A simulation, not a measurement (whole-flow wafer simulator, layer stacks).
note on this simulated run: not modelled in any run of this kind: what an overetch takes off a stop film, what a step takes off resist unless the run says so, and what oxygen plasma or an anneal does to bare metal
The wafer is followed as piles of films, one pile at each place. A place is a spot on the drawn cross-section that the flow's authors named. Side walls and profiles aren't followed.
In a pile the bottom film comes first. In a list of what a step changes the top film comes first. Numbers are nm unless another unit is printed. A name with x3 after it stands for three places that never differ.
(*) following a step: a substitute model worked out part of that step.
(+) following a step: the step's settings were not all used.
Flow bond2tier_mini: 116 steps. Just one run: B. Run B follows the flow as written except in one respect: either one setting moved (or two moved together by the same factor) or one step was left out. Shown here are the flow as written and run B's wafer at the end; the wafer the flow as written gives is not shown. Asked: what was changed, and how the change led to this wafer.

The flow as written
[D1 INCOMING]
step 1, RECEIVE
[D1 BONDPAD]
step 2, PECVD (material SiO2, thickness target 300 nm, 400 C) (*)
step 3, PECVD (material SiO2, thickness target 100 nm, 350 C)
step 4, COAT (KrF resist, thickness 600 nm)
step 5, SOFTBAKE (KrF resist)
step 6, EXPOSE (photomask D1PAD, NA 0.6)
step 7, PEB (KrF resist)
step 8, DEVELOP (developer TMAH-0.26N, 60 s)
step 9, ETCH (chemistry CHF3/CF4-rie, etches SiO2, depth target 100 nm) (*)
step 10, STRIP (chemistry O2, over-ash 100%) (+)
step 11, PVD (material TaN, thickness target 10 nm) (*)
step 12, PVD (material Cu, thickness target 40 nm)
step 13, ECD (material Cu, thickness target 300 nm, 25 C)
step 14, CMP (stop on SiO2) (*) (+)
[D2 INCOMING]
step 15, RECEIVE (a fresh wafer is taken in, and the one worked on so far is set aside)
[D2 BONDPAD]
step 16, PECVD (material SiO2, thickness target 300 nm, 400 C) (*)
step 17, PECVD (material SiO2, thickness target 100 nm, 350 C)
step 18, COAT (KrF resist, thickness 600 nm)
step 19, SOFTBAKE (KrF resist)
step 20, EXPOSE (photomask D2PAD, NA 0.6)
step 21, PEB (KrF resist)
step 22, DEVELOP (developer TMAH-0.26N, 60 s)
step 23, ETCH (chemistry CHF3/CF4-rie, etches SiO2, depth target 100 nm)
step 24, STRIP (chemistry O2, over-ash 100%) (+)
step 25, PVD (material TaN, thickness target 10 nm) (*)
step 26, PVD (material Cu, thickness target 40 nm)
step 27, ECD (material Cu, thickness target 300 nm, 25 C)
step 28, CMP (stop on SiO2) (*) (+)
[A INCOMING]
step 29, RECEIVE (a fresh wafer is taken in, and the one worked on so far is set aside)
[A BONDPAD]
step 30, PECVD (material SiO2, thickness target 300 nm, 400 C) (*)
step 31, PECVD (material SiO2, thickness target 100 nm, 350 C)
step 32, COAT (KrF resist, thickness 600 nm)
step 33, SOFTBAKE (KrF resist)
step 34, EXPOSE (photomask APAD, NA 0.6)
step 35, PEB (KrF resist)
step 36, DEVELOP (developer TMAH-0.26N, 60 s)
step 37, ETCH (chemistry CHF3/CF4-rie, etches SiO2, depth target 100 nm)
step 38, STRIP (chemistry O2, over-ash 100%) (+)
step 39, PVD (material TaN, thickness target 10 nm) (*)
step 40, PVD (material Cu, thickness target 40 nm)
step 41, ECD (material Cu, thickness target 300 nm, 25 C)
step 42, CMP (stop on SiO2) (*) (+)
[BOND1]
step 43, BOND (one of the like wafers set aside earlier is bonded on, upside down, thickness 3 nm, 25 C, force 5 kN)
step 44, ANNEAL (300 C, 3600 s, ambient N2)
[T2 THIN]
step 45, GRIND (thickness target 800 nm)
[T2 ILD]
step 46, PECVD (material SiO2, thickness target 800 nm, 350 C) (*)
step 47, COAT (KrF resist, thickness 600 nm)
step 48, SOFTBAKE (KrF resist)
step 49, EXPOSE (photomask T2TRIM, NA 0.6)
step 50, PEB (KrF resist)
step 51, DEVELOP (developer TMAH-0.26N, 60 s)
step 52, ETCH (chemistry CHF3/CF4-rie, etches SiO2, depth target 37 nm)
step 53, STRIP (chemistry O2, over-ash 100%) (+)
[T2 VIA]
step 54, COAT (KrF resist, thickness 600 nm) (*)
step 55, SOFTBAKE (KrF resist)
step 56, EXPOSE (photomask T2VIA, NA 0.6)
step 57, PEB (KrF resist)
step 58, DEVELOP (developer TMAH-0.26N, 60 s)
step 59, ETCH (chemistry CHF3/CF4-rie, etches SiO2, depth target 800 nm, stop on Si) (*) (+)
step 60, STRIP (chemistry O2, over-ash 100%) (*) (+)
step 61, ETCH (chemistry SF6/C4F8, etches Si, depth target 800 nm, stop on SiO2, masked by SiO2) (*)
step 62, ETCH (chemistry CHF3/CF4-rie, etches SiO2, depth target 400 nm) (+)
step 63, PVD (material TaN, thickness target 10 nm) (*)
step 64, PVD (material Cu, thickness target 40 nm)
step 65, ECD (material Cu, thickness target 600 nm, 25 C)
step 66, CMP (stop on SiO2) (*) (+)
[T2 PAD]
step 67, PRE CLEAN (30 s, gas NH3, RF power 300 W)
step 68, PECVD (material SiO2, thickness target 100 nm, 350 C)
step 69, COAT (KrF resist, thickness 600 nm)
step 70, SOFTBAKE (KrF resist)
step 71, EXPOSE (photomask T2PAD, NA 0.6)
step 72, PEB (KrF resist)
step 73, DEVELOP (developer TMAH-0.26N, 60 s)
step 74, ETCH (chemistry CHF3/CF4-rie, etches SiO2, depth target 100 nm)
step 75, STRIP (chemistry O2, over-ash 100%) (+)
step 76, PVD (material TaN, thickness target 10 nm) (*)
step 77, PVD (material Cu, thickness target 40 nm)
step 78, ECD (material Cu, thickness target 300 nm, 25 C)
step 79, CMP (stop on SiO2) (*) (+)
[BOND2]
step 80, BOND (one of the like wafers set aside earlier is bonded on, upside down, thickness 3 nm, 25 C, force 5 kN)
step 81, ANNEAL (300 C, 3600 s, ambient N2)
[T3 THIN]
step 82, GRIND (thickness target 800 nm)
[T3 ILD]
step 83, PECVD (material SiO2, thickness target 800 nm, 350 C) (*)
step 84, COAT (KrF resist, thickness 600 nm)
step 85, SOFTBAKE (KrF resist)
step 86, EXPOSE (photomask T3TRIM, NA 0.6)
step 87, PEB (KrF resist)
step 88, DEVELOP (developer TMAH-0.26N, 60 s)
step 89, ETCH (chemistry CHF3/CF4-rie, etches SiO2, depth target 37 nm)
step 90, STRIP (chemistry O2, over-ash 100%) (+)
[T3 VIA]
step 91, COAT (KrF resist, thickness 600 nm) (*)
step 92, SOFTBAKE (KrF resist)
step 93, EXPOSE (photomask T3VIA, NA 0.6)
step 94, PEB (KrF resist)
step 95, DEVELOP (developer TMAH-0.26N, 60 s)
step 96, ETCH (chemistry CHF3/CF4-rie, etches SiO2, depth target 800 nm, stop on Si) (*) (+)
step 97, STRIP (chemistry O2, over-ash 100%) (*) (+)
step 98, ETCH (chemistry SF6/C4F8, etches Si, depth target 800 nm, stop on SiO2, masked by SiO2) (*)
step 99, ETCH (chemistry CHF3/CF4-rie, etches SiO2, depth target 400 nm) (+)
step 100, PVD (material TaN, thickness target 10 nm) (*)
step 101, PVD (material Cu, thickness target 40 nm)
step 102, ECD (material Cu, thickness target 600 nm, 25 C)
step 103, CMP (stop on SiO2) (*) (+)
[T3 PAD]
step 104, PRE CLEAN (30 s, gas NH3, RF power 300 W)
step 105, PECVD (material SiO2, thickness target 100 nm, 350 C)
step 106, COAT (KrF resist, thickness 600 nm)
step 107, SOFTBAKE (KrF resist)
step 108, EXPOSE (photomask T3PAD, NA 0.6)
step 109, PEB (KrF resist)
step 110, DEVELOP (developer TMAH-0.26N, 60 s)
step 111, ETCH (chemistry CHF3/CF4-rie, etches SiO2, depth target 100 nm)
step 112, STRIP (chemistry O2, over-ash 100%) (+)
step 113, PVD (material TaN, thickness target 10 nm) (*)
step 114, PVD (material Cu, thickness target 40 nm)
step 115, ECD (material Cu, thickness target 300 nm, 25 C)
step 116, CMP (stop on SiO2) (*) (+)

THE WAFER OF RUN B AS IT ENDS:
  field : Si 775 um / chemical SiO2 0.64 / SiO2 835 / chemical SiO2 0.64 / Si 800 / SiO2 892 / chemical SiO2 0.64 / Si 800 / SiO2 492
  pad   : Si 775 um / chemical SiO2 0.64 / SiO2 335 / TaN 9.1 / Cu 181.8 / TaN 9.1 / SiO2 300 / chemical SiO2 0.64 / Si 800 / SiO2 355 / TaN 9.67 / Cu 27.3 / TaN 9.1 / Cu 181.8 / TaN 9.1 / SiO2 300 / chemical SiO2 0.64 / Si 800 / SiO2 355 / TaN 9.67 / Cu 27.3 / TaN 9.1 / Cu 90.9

Cause: step 31, PECVD: thickness target 135 nm was run, whereas the flow has thickness target 100 nm.

Step by step, how the change led to this:
  step 31, PECVD (material SiO2, thickness target 100 nm, 350 C)
      field, pad, via: SiO2 gains 135 (it would be, as written: SiO2 gains 100)
